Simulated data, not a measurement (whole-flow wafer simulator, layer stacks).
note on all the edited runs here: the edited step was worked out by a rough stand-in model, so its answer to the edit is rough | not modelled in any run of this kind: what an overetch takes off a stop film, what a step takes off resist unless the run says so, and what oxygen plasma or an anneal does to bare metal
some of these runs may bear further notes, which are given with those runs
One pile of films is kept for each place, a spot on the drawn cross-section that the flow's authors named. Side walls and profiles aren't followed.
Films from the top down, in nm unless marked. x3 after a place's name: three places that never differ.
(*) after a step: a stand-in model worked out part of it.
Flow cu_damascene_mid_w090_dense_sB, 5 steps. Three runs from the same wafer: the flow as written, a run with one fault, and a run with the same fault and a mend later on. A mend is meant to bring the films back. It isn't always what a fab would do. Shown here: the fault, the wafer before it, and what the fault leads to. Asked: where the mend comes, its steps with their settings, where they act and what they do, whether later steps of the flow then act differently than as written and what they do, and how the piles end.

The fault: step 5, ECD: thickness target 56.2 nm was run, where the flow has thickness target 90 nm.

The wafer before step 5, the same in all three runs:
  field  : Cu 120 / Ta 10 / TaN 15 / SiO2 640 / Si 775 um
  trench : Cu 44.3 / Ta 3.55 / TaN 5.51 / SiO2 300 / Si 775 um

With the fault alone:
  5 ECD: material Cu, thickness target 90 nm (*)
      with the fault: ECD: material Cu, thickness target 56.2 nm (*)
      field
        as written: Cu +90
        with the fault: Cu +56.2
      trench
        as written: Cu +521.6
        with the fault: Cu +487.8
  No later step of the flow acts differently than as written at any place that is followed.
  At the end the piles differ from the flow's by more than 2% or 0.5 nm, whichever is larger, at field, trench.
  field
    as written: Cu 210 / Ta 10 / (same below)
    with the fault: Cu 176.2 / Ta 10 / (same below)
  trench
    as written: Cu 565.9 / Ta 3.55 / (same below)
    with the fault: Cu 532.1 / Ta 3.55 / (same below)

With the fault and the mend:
  The mend comes after step 5.
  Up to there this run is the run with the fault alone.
  5a ECD: material Cu, thickness target 33.8 nm (the flow's step 5 once more, with other settings)
      field, trench
        Cu +33.8
  No later step of the flow acts differently than as written at any place that is followed.
  At the end the piles are the same as the flow's at every place that both follow.
